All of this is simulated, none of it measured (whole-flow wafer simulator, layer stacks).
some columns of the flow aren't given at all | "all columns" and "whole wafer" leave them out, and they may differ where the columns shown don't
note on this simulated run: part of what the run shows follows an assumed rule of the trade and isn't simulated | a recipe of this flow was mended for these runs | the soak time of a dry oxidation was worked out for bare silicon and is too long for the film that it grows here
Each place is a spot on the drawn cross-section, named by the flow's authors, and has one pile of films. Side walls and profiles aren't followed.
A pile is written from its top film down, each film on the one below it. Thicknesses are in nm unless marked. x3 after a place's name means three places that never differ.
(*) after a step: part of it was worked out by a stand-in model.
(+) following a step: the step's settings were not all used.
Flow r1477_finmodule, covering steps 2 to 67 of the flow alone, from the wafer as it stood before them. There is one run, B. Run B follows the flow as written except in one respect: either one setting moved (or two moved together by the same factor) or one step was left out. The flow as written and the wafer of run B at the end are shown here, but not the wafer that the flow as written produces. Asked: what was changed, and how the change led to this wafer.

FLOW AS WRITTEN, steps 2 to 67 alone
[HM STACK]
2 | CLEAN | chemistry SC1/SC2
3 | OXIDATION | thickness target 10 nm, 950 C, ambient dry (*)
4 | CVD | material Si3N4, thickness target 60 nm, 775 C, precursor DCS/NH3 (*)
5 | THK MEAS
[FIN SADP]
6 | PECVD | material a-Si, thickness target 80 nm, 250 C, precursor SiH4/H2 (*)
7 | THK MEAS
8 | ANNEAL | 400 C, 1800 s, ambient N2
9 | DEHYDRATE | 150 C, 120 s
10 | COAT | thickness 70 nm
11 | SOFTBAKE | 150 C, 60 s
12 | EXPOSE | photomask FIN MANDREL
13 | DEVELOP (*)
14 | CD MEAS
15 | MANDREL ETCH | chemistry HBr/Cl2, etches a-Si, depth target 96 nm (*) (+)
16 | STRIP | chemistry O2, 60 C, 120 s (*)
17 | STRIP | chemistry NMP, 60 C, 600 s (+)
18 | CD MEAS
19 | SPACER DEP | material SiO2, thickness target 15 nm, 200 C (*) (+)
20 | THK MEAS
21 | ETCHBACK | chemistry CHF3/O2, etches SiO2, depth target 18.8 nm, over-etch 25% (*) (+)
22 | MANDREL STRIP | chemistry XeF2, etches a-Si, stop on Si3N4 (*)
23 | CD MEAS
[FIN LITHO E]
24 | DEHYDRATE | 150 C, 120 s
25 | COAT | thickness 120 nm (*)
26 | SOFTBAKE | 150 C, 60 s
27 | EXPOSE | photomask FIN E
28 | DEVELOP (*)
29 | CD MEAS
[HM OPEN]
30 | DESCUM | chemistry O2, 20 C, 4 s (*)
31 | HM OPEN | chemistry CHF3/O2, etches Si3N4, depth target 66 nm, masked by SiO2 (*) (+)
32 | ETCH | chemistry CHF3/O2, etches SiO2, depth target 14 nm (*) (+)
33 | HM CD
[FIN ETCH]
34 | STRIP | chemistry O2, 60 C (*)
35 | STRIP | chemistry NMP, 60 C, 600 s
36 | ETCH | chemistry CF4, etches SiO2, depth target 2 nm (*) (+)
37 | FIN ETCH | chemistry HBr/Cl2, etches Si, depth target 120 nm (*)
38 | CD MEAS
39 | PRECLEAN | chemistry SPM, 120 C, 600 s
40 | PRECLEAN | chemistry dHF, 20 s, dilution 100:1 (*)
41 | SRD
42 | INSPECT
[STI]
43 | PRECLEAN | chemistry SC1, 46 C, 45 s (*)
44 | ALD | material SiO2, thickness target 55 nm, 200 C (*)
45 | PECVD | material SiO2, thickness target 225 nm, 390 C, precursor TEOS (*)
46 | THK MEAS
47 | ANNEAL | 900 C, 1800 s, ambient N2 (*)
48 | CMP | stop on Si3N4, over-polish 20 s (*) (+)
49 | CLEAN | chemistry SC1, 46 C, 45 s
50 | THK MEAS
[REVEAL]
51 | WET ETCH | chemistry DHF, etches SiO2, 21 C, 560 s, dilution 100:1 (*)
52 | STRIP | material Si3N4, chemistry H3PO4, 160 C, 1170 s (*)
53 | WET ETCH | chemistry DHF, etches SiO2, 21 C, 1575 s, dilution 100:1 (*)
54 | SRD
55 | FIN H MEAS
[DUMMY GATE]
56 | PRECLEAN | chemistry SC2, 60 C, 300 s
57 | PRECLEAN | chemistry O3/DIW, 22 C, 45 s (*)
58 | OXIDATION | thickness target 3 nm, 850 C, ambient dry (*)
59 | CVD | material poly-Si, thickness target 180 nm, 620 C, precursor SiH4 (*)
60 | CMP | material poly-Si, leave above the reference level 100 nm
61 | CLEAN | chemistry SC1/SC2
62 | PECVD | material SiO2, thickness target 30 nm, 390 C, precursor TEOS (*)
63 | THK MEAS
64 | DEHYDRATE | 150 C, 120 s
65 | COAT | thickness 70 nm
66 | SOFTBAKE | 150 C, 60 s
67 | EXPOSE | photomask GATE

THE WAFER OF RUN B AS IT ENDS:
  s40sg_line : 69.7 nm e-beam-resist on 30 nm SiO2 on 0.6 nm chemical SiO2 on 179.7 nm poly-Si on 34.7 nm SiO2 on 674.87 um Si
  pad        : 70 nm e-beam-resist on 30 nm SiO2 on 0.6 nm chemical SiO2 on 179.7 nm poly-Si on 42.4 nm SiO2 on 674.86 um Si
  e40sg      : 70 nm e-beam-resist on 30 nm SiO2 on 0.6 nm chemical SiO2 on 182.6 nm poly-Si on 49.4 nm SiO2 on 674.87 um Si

What caused this: step 4, CVD: thickness target 38.4 nm was run, while the flow as written has thickness target 60 nm; step 15, MANDREL ETCH: depth target 61.4 nm was run, where the flow has depth target 96 nm.

How this came from the change, step by step:
  4 | CVD | material Si3N4, thickness target 60 nm, 775 C, precursor DCS/NH3 (*)
      pad, padg, elg and 33 more: Si3N4 gains 38.4 (new film) (in the flow as written it would be: Si3N4 gains 60 (new film))
  15 | MANDREL ETCH | chemistry HBr/Cl2, etches a-Si, depth target 96 nm (*) (+)
      pad, padg, elg and 27 more: a-Si loses 61.4 (in the flow as written it would be: a-Si loses 80 (all of it), Si3N4 loses 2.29)
      s40cg, s45cg, s50cg, s40co, s45co, s50co: e-beam-resist loses 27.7 (in the flow as written it would be: e-beam-resist loses 41)
  16 | STRIP | chemistry O2, 60 C, 120 s (*)
      pad, padg, elg and 27 more: chemical SiO2 gains 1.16 (new film), a-Si loses 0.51 (in the flow as written it would be: nothing)
      s40cg, s45cg, s50cg, s40co, s45co, s50co: chemical SiO2 gains 0.57 (new film), e-beam-resist loses 42.3 (all of it), a-Si loses 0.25 (in the flow as written it would be: chemical SiO2 gains 0.89 (new film), e-beam-resist loses 29 (all of it), a-Si loses 0.39)
  21 | ETCHBACK | chemistry CHF3/O2, etches SiO2, depth target 18.8 nm, over-etch 25% (*) (+)
      pad, padg, elg and 21 more: SiO2 loses 15 (all of it), chemical SiO2 loses 1.16 (all of it), a-Si loses 0.53 (in the flow as written it would be: SiO2 loses 15 (all of it), Si3N4 loses 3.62)
  22 | MANDREL STRIP | chemistry XeF2, etches a-Si, stop on Si3N4 (*)
      pad, padg, elg and 21 more: a-Si loses 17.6 (all of it) (in the flow as written it would be: nothing)
      s40sg_line, s45sg_line, s50sg_line, s40so_line, s45so_line, s50so_line: under 1 film: chemical SiO2 loses 1.16 (all of it), a-Si loses 18.1 (all of it) (in the flow as written it would be: nothing)
  25 | COAT | thickness 120 nm (*)
      s40cg, s40co: e-beam-resist gains 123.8 (new film) (in the flow as written it would be: e-beam-resist gains 136.7 (new film))
      s40sg, s40so: e-beam-resist gains 123.8 (new film) (in the flow as written it would be: e-beam-resist gains 142.6 (new film))
      (as well as at 14 more places)
  28 | DEVELOP (*)
      s40cg, s40co: e-beam-resist loses 123.8 (all of it) (in the flow as written it would be: e-beam-resist loses 136.7 (all of it))
      s40sg, s40so: e-beam-resist loses 123.8 (all of it) (in the flow as written it would be: e-beam-resist loses 142.6 (all of it))
      (as well as at 14 more places)
  31 | HM OPEN | chemistry CHF3/O2, etches Si3N4, depth target 66 nm, masked by SiO2 (*) (+)
      pad, padg, esg and 13 more: Si3N4 loses 38.4 (all of it), SiO2 loses 10 (all of it), Si loses 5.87 (in the flow as written it would be: Si3N4 loses 54.1 (all of it), SiO2 loses 5.95)
      s40cg, s45cg, s50cg, s40co, s45co, s50co: Si3N4 loses 38.4 (all of it), SiO2 loses 10 (all of it), Si loses 5.87 (in the flow as written it would be: Si3N4 loses 60 (all of it), SiO2 loses 3)
      (as well as at 6 more places)
  32 | ETCH | chemistry CHF3/O2, etches SiO2, depth target 14 nm (*) (+)
      s40cg, s45cg, s50cg, s40co, s45co, s50co: Si loses 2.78 (in the flow as written it would be: SiO2 loses 7 (all of it), Si loses 1.4)
      s40sg, s45sg, s50sg, s40so, s45so, s50so: Si loses 2.78 (in the flow as written it would be: SiO2 loses 4.05 (all of it), Si loses 1.99)
      (as well as at 16 more places)
  34 | STRIP | chemistry O2, 60 C (*)
      s40sg_line, s45sg_line, s50sg_line, s40so_line, s45so_line, s50so_line: chemical SiO2 gains 1.2 (new film), Si loses 0.53 (in the flow as written it would be: nothing)
  36 | ETCH | chemistry CF4, etches SiO2, depth target 2 nm (*) (+)
      elg, e40lg, e100lg, e200lg, elo, e40lo, e100lo, e200lo: nothing (in the flow as written it would be: Si3N4 loses 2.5)
      s40sg_line, s45sg_line, s50sg_line, s40so_line, s45so_line, s50so_line: chemical SiO2 loses 1.2 (all of it), Si loses 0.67 (in the flow as written it would be: SiO2 loses 2)
  37 | FIN ETCH | chemistry HBr/Cl2, etches Si, depth target 120 nm (*)
      s40sg_line, s45sg_line, s50sg_line, s40so_line, s45so_line, s50so_line: Si loses 120 (in the flow as written it would be: SiO2 loses 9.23)
  39 | PRECLEAN | chemistry SPM, 120 C, 600 s
      s40sg_line, s45sg_line, s50sg_line, s40so_line, s45so_line, s50so_line: chemical SiO2 gains 0.8 (new film), Si loses 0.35 (in the flow as written it would be: nothing)
  40 | PRECLEAN | chemistry dHF, 20 s, dilution 100:1 (*)
      s40sg_line, s45sg_line, s50sg_line, s40so_line, s45so_line, s50so_line: chemical SiO2 loses 0.8 (all of it) (in the flow as written it would be: SiO2 loses 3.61)
  43 | PRECLEAN | chemistry SC1, 46 C, 45 s (*)
      s40sg_line, s45sg_line, s50sg_line, s40so_line, s45so_line, s50so_line: chemical SiO2 gains 0.48 (new film), Si loses 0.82 (in the flow as written it would be: SiO2 loses 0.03)
  44 | ALD | material SiO2, thickness target 55 nm, 200 C (*)
      s40sg_line, s45sg_line, s50sg_line, s40so_line, s45so_line, s50so_line: SiO2 gains 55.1 (new film) (in the flow as written it would be: SiO2 gains 55)
      esg, eso: SiO2 gains 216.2 (new film) (in the flow as written it would be: SiO2 gains 223.2 (new film))
      (as well as at 18 more places)
  ... 8 other steps ...
  60 | CMP | material poly-Si, leave above the reference level 100 nm
      s40cg, s40sg, s40sg_line and 15 more: nothing (in the flow as written it would be: poly-Si loses 80)
      pad, padg: nothing (in the flow as written it would be: poly-Si loses 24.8)
      (as well as at 2 more places)
